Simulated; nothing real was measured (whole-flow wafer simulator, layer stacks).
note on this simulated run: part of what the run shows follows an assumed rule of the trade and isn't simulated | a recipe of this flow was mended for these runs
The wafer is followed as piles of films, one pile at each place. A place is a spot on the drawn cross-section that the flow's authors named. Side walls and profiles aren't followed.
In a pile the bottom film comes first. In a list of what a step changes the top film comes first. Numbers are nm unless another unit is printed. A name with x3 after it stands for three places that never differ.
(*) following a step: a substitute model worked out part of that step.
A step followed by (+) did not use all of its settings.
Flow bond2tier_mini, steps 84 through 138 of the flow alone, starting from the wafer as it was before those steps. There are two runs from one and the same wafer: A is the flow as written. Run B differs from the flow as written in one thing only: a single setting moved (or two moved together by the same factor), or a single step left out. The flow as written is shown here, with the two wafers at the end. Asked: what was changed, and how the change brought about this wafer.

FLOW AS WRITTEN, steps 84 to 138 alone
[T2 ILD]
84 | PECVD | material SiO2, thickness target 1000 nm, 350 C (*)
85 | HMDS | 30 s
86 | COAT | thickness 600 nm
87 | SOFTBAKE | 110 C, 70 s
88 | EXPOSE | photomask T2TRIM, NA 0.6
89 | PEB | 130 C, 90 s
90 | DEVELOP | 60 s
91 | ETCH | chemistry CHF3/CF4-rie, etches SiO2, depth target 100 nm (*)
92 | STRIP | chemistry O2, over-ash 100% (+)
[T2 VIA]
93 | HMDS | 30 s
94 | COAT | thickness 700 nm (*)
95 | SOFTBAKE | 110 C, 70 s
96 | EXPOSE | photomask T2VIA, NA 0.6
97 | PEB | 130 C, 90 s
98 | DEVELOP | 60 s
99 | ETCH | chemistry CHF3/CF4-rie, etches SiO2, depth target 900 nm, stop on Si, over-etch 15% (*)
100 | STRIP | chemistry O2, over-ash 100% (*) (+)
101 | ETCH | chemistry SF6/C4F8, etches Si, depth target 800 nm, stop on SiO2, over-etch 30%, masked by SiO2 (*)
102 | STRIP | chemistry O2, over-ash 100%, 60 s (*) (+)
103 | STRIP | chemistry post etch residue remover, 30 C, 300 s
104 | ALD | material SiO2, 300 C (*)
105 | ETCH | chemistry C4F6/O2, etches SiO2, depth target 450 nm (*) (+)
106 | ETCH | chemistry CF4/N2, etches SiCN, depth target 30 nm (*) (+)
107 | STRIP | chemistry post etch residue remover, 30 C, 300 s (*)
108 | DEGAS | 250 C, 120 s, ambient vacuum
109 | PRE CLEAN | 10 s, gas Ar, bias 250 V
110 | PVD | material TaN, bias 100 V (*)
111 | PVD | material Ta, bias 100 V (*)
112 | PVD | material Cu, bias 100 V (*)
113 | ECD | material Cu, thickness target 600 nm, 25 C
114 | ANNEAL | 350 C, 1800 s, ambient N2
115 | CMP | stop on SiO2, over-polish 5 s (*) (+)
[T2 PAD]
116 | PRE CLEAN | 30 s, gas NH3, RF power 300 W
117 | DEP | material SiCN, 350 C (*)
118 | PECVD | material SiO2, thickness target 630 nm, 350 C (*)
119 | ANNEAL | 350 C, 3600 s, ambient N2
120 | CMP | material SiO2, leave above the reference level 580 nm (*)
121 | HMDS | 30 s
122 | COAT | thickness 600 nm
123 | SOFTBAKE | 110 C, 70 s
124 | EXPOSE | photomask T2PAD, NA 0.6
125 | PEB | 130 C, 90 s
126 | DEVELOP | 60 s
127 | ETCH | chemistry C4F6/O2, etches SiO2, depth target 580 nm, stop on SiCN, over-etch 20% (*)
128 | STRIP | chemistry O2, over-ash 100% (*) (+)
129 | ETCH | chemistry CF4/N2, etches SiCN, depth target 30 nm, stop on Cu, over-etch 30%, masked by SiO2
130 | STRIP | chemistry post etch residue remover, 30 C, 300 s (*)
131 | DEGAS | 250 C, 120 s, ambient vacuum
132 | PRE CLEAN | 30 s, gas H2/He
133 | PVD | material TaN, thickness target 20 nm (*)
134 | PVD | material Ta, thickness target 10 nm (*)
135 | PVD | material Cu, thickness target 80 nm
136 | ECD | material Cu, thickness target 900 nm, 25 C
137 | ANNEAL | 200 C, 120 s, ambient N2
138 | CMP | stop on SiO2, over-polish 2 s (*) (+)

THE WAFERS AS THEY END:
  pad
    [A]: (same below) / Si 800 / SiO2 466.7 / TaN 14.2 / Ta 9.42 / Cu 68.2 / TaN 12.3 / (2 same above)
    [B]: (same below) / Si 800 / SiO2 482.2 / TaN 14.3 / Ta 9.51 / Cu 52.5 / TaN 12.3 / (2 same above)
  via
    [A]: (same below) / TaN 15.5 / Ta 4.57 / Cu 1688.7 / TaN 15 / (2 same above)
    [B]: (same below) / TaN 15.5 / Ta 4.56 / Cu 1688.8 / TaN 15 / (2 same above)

What caused this: step 91, ETCH: depth target 84.5 nm was run, though the flow has depth target 100 nm.

Step by step, how the change led to this:
  91 | ETCH | chemistry CHF3/CF4-rie, etches SiO2, depth target 100 nm (*)
      pad, via: A -100 SiO2 | B -84.5 SiO2
      field: A -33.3 thick-KrF-resist | B -28.2 thick-KrF-resist
  99 | ETCH | chemistry CHF3/CF4-rie, etches SiO2, depth target 900 nm, stop on Si, over-etch 15% (*)
      via: A -900 SiO2 (all of it), -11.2 Si | B -915.5 SiO2 (all of it), -9.96 Si
  100 | STRIP | chemistry O2, over-ash 100% (*) (+)
      field: A -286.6 thick-KrF-resist (all of it) | B -292.8 thick-KrF-resist (all of it)
  113 | ECD | material Cu, thickness target 600 nm, 25 C
      pad: A +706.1 Cu | B +689.7 Cu
